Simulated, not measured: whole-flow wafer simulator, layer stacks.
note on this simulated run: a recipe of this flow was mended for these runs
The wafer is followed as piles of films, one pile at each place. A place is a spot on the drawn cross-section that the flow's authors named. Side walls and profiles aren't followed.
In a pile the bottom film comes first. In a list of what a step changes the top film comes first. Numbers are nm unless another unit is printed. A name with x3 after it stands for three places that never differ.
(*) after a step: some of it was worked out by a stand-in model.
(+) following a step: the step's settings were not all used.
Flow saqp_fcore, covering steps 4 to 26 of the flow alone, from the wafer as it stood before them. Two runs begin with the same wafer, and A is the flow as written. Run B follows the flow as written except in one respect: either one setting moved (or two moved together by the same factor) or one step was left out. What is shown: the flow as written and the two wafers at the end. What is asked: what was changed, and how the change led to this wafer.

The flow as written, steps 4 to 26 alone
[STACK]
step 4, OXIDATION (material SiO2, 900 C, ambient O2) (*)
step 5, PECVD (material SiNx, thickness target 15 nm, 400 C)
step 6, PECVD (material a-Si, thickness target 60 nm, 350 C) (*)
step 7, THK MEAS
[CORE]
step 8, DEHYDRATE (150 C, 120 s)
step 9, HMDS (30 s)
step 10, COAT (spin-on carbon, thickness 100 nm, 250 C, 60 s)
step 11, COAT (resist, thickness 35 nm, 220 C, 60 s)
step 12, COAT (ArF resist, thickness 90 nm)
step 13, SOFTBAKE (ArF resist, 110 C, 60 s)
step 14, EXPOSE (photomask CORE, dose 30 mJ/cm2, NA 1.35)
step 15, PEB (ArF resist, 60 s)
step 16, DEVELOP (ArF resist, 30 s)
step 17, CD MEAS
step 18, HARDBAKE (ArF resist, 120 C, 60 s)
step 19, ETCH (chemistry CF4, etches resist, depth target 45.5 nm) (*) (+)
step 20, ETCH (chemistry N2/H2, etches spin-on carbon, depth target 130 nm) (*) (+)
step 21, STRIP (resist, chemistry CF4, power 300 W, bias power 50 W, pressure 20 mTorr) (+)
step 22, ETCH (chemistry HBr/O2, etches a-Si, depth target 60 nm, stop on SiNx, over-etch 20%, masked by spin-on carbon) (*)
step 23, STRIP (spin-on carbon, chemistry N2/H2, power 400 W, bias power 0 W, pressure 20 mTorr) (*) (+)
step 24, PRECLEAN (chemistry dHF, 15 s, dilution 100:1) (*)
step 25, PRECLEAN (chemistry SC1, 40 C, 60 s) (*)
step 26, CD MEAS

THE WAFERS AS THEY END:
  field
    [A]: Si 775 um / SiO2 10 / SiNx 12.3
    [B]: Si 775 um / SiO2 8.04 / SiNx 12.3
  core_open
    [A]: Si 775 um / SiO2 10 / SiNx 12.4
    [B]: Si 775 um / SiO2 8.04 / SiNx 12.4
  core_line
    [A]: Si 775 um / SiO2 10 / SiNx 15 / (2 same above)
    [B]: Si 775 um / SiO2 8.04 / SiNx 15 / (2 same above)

Cause: step 4, OXIDATION: 877 C was run, while the flow as written has 900 C.

How this came from the change, step by step:
  step 4, OXIDATION (material SiO2, 900 C, ambient O2) (*)
      field, core_open, core_line: A SiO2 gains 10 (new film), chemical SiO2 loses 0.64 (all of it), Si loses 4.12 | B SiO2 gains 8.04 (new film), chemical SiO2 loses 0.64 (all of it), Si loses 3.26
